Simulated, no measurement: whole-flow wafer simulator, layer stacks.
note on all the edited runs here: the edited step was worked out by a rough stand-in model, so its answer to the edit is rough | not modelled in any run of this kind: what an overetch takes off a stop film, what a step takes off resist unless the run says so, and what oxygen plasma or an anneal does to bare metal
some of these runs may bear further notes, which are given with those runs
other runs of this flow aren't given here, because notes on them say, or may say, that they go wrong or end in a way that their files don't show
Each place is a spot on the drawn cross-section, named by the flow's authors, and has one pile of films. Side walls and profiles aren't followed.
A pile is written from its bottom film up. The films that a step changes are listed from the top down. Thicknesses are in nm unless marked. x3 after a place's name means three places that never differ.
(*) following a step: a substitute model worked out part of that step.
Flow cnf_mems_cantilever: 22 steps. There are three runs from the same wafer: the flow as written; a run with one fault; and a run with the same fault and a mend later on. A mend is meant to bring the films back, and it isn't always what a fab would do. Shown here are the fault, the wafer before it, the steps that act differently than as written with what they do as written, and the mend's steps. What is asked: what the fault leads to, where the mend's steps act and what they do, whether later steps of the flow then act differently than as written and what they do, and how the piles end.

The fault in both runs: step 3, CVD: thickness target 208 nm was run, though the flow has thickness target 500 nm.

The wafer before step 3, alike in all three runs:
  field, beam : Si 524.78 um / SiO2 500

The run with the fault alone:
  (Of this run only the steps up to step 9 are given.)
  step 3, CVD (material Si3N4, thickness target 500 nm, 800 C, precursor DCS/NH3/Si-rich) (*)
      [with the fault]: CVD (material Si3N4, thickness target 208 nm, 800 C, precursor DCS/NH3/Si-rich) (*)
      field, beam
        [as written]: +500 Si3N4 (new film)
        [with the fault]: +208 Si3N4 (new film)
  Later steps of the flow up to step 9 that are run all act as written at every place that is followed.
  Once step 9 is done, the piles at field, beam depart from the flow's by more than 2% or 0.5 nm, whichever is larger.
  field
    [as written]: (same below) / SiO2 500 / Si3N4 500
    [with the fault]: (same below) / SiO2 500 / Si3N4 208
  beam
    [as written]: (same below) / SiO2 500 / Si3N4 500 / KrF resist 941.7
    [with the fault]: (same below) / SiO2 500 / Si3N4 208 / KrF resist 941.7

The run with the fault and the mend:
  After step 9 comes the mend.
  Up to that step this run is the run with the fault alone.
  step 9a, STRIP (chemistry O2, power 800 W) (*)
      beam
        -941.7 KrF resist (all of it)
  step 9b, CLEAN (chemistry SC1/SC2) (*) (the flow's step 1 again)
      leaves every film unchanged at each place that is followed
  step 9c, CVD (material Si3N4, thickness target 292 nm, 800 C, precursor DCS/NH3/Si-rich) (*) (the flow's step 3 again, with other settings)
      field, beam
        +292 Si3N4
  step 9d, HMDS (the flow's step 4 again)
      leaves every film unchanged at each place that is followed
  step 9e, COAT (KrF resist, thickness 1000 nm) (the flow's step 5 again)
      field, beam
        +1000 KrF resist (new film)
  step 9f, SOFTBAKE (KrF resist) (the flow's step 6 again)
      leaves every film unchanged at each place that is followed
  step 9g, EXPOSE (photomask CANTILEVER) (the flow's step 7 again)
      leaves every film unchanged at each place that is followed
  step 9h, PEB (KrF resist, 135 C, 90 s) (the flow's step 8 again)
      field, beam
        -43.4 KrF resist
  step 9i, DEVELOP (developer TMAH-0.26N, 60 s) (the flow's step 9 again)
      field
        -956.6 KrF resist (all of it)
      beam
        -14.9 KrF resist
  Later steps of the flow that are run all act as written at every place that is followed.
  The piles end the same as the flow's at every place that both follow.
